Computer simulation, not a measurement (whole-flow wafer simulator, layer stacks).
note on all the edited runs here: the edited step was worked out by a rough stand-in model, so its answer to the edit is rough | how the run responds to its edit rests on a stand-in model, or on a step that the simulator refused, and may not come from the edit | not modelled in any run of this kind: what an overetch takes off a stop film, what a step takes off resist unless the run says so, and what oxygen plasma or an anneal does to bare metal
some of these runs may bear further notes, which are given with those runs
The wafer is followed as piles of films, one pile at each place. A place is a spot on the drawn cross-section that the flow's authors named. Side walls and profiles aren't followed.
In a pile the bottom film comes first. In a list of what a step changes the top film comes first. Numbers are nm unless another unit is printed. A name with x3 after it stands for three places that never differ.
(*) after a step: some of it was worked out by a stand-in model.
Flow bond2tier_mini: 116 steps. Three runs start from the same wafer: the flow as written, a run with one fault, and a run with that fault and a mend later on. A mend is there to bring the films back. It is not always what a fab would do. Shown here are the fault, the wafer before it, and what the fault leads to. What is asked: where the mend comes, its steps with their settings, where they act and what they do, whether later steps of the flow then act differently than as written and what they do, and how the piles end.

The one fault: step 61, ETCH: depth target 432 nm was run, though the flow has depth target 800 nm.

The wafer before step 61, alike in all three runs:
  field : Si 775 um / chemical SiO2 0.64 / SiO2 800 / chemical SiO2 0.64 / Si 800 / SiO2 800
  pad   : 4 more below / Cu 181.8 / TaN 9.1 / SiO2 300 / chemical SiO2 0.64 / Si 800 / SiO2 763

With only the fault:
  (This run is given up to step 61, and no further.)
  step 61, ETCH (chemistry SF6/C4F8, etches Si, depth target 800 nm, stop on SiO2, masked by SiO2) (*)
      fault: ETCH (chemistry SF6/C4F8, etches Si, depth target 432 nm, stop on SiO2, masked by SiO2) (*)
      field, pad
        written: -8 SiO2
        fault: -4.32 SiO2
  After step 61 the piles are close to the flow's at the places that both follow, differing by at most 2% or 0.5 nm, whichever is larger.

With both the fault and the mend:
  After step 61 comes the mend.
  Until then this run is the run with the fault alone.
  step 61a, ETCH (chemistry SF6/C4F8, etches Si, depth target 368 nm, stop on SiO2, masked by SiO2) (*) (a further turn of the flow's step 61, with different settings)
      field, pad
        -3.68 SiO2
  Every later step of the flow that is run acts as written at every place that is followed.
  The piles end the same as the flow's at every place that both follow.
